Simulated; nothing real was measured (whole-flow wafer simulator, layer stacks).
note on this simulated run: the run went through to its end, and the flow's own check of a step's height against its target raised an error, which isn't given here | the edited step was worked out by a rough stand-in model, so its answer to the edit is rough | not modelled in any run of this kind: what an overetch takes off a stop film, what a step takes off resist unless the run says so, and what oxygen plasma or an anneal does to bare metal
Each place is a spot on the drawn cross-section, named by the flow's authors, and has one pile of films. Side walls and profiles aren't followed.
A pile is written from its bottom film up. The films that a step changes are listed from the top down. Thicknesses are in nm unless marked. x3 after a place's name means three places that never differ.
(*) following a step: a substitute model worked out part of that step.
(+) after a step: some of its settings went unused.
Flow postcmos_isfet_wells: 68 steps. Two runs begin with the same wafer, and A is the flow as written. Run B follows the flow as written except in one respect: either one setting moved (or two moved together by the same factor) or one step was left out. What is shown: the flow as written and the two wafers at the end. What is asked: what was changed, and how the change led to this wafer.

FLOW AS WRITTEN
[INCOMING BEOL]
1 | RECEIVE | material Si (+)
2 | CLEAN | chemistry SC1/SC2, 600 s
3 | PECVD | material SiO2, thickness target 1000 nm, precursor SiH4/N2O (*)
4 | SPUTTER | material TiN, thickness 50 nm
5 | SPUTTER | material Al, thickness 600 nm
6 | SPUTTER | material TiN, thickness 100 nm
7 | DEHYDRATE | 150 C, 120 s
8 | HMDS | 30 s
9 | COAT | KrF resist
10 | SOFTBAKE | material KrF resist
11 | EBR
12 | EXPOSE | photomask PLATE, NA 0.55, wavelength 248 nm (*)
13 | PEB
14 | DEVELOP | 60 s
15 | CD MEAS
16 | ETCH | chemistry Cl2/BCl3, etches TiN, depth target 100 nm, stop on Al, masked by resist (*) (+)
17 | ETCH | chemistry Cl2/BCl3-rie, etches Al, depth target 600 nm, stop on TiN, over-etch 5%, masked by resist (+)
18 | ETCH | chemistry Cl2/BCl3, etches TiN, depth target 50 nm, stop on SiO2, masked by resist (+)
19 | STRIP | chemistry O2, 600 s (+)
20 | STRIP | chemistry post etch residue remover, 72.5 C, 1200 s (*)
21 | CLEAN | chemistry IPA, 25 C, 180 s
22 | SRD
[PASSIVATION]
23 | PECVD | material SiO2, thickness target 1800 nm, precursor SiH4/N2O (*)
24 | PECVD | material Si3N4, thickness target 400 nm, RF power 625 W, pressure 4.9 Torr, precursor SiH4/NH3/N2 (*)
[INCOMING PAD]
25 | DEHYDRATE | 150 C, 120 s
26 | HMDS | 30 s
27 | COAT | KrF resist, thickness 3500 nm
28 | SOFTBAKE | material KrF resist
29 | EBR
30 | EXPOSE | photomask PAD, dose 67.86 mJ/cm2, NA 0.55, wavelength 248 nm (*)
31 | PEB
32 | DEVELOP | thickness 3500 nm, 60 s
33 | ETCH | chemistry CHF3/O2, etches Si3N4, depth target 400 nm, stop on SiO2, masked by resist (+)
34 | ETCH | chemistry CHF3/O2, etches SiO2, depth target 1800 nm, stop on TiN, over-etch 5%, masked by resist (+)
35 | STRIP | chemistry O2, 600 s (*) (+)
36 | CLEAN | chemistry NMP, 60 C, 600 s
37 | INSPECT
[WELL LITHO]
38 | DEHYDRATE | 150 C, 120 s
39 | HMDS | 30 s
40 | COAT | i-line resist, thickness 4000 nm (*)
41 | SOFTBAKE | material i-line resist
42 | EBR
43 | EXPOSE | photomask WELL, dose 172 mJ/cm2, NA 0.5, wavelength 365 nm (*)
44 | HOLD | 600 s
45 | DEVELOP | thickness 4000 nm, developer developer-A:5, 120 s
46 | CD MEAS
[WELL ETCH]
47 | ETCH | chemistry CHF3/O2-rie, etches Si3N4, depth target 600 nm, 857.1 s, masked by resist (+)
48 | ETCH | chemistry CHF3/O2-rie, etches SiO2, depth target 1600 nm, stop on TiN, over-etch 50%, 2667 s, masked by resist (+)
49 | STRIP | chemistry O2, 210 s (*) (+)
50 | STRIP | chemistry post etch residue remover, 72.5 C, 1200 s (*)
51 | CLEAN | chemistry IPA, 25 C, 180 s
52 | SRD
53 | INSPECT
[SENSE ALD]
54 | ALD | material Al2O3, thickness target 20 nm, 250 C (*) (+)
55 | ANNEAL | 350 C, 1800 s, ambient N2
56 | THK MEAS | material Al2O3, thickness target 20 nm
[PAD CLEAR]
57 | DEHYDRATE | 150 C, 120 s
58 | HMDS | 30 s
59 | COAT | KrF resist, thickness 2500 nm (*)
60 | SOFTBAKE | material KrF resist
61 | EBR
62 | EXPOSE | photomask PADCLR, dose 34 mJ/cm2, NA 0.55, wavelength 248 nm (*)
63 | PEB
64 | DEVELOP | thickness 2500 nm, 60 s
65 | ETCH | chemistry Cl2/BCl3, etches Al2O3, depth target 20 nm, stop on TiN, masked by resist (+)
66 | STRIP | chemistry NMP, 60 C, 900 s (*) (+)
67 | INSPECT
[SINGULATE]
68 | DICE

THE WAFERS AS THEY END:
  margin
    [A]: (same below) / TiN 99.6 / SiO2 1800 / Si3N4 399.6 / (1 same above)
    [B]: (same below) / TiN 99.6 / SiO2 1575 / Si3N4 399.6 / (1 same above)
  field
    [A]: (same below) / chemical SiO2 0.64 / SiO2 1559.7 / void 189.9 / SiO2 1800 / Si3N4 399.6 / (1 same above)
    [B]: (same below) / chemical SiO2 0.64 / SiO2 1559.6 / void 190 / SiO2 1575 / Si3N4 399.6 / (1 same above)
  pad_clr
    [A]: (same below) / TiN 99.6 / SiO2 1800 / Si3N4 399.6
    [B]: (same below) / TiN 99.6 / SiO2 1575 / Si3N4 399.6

The reason: step 23, PECVD: thickness target 1575 nm was run, while the flow as written has thickness target 1800 nm.
The wafer lets one read it off: margin has SiO2 1575, and step 23 as written asks for 1800 nm.

Step by step, how the change led to this:
  23 | PECVD | material SiO2, thickness target 1800 nm, precursor SiH4/N2O (*)
      margin, well900, well1300 x3, pad_rim, pad_clr, pad_open: A SiO2 gains 1800 (new film) | B SiO2 gains 1575 (new film)
      field: A SiO2 gains 1800 (new film), void gains 189.9 (new film), SiO2 gains 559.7 | B SiO2 gains 1575 (new film), void gains 190 (new film), SiO2 gains 559.6
  34 | ETCH | chemistry CHF3/O2, etches SiO2, depth target 1800 nm, stop on TiN, over-etch 5%, masked by resist (+)
      field, margin, well900, well1300 x3, pad_rim, pad_clr: A KrF resist loses 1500 | B KrF resist loses 1378.1
      pad_open: A SiO2 loses 1800 (all of it) | B SiO2 loses 1575 (all of it)
  35 | STRIP | chemistry O2, 600 s (*) (+)
      field, margin, well900, well1300 x3, pad_rim, pad_clr: A KrF resist loses 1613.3 (all of it) | B KrF resist loses 1735.2 (all of it)
  40 | COAT | i-line resist, thickness 4000 nm (*)
      pad_clr: A i-line resist gains 3256.8 (new film) | B i-line resist gains 3327.2 (new film)
  41 | SOFTBAKE | material i-line resist
      pad_clr: A i-line resist loses 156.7 | B i-line resist loses 134.4
      pad_open: A i-line resist gains 115.3 | B i-line resist gains 105.3
  48 | ETCH | chemistry CHF3/O2-rie, etches SiO2, depth target 1600 nm, stop on TiN, over-etch 50%, 2667 s, masked by resist (+)
      well900, well1300 x3: A SiO2 loses 1600 (all of it) | B SiO2 loses 1375 (all of it)
  49 | STRIP | chemistry O2, 210 s (*) (+)
      pad_clr: A i-line resist loses 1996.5 (all of it) | B i-line resist loses 2089.2 (all of it)
      pad_open: A i-line resist loses 3816.3 (all of it) | B i-line resist loses 3725.5 (all of it)
  59 | COAT | KrF resist, thickness 2500 nm (*)
      field: A KrF resist gains 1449 (new film) | B KrF resist gains 1556.5 (new film)
      margin: A KrF resist gains 1448.9 (new film) | B KrF resist gains 1556.4 (new film)
      (also at 2 further places)
  63 | PEB
      field, margin: A KrF resist loses 10.1 | B KrF resist loses 10.9
      pad_clr: A KrF resist loses 11.8 | B KrF resist loses 12.4
  64 | DEVELOP | thickness 2500 nm, 60 s
      pad_clr: A KrF resist loses 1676 (all of it) | B KrF resist loses 1751.3 (all of it)
  66 | STRIP | chemistry NMP, 60 C, 900 s (*) (+)
      field, margin: A KrF resist loses 1400.1 (all of it) | B KrF resist loses 1506.8 (all of it)
      pad_rim: A KrF resist loses 1923.7 (all of it) | B KrF resist loses 1974.3 (all of it)
